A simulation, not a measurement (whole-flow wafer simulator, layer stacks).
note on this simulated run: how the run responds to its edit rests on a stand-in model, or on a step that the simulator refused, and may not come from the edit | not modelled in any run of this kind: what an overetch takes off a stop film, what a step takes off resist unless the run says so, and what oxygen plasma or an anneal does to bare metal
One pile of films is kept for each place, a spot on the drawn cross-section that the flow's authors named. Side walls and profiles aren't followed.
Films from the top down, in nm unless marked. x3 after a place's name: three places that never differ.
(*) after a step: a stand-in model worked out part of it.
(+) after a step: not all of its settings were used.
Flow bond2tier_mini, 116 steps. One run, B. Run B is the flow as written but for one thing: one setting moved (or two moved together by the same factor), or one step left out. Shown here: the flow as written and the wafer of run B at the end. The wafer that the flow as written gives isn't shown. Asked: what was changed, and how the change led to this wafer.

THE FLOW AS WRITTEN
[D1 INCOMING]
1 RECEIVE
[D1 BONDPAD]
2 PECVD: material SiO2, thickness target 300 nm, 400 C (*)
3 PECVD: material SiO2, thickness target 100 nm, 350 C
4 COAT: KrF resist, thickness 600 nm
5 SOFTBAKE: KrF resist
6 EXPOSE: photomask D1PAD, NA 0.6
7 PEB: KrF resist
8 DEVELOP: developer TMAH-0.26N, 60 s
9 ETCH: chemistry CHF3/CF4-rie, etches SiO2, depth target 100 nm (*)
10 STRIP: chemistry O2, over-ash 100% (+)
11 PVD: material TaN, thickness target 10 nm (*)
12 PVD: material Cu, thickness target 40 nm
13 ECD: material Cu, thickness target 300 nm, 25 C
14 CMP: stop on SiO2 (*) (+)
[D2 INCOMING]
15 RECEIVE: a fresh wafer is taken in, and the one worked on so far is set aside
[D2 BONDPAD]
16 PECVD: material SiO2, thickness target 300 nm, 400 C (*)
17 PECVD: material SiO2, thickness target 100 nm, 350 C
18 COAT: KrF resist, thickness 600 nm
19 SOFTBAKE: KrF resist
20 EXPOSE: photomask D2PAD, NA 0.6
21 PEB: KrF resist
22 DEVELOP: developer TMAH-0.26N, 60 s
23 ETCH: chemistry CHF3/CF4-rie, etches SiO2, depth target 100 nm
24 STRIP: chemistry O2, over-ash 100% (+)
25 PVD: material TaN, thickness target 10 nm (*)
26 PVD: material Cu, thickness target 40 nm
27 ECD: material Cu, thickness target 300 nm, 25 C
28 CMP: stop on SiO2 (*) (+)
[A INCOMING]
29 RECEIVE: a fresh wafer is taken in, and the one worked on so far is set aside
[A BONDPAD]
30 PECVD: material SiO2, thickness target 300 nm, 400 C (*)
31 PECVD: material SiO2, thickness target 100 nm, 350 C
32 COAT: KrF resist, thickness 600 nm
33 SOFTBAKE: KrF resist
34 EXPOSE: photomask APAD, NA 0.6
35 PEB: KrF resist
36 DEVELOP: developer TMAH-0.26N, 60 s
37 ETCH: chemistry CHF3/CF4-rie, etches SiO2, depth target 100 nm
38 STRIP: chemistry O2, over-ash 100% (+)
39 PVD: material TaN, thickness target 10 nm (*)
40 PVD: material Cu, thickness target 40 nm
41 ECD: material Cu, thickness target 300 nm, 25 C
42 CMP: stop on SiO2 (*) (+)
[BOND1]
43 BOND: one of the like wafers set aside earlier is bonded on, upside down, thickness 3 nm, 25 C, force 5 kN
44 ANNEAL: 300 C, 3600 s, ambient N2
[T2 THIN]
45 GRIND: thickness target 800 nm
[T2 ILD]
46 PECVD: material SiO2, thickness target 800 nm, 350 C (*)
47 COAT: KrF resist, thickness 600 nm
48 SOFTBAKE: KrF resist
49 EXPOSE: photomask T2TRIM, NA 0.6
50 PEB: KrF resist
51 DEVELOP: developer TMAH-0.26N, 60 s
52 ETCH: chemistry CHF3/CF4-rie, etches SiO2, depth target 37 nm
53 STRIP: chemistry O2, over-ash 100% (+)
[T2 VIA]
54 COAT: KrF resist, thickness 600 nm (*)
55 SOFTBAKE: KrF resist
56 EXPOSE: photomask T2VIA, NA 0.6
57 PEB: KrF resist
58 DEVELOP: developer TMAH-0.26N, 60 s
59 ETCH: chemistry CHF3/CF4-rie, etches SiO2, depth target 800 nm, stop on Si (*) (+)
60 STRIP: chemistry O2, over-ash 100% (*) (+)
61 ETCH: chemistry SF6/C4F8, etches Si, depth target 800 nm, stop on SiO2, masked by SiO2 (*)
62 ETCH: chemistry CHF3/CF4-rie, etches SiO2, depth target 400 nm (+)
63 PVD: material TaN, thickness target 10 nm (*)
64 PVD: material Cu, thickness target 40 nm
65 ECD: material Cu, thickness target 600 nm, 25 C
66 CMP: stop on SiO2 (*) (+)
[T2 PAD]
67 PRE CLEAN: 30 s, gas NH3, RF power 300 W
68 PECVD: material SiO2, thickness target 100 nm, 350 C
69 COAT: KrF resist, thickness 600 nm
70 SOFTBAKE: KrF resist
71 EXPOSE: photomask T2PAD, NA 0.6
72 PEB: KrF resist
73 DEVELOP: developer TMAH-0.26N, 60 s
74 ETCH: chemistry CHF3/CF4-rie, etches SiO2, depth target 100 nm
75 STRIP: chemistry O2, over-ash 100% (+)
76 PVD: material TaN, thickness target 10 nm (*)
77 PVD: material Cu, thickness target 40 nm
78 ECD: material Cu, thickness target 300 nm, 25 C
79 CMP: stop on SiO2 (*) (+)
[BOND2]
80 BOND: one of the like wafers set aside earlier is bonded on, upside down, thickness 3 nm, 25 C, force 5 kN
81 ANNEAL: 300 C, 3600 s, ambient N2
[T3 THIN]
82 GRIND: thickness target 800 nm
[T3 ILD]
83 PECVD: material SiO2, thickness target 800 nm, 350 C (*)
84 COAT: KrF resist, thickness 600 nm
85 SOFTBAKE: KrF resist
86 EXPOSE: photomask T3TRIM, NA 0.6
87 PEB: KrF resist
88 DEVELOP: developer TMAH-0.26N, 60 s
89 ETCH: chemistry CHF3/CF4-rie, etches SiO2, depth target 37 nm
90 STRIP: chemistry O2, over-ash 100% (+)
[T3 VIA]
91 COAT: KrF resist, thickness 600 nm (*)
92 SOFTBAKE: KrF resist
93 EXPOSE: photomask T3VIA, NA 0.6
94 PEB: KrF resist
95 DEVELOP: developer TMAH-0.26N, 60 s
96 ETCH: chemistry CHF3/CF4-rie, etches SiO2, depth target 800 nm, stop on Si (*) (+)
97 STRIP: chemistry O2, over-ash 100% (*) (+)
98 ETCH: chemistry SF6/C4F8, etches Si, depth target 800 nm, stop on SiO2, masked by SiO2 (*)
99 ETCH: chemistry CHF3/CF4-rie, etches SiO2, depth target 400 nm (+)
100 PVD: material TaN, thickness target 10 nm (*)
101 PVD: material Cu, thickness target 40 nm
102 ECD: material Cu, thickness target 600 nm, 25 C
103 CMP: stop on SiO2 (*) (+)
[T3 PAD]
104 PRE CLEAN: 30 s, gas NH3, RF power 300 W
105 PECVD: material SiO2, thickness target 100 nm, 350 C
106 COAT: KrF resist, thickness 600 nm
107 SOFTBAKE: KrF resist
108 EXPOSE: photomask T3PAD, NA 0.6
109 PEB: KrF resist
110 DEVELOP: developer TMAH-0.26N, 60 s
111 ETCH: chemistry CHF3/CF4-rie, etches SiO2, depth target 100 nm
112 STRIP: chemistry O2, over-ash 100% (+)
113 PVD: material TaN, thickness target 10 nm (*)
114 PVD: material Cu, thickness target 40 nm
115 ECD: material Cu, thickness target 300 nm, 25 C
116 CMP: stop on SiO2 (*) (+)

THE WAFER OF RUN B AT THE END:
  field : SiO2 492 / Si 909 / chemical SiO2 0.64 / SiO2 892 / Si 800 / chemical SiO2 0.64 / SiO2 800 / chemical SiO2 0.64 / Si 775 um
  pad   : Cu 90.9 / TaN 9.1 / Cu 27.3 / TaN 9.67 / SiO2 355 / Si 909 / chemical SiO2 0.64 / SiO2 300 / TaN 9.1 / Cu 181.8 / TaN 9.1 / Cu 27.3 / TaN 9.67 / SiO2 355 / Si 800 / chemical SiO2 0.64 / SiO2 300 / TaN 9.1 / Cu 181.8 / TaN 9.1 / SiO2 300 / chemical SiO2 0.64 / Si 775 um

The cause: step 82, GRIND: thickness target 909 nm was run, where the flow has thickness target 800 nm.
It can be read off the wafer: field has Si 909, and step 82 as written asks for 800 nm.

How the change led to this, step by step:
  82 GRIND: thickness target 800 nm
      field, pad: Si -774.09 um (as written it would be: Si -774.2 um)
